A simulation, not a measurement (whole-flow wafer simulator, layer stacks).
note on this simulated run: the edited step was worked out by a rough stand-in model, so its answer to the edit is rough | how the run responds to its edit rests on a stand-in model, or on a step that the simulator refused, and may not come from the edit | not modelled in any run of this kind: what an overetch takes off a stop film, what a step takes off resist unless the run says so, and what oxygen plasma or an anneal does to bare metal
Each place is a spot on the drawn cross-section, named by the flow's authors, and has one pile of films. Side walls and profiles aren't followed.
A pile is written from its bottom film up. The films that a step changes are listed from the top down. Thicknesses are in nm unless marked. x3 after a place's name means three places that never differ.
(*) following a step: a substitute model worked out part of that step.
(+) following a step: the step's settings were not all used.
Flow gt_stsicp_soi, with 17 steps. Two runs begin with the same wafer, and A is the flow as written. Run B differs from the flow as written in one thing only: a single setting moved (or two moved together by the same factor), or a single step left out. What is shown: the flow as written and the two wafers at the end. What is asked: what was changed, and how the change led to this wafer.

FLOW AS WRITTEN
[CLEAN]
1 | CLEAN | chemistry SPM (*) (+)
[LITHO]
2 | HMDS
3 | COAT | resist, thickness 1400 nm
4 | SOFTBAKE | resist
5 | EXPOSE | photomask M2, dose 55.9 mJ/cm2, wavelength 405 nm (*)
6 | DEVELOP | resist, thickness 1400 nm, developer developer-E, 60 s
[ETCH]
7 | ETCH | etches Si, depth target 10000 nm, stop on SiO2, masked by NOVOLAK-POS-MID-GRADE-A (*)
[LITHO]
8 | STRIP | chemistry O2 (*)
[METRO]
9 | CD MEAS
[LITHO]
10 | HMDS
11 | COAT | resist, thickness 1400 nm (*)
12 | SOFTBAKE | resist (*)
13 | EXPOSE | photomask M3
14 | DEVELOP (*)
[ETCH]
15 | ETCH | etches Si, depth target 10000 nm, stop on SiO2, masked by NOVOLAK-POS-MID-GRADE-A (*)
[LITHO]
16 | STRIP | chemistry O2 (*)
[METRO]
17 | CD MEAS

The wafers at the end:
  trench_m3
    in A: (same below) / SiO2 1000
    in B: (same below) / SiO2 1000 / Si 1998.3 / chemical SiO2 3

The reason: step 15, ETCH: depth target 8000 nm was run, while the flow as written has depth target 10000 nm.

The path from the change to this, step by step:
  15 | ETCH | etches Si, depth target 10000 nm, stop on SiO2, masked by NOVOLAK-POS-MID-GRADE-A (*)
      trench_m3: A -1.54 chemical SiO2 (all of it), -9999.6 Si (all of it) | B -1.54 chemical SiO2 (all of it), -8000 Si
      field, trench_m2: A -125 resist | B -100 resist
  16 | STRIP | chemistry O2 (*)
      trench_m3: A nothing | B +3 chemical SiO2 (new film), -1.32 Si
      field: A -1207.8 resist (all of it), +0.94 chemical SiO2, -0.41 Si | B -1232.8 resist (all of it), +0.94 chemical SiO2, -0.41 Si
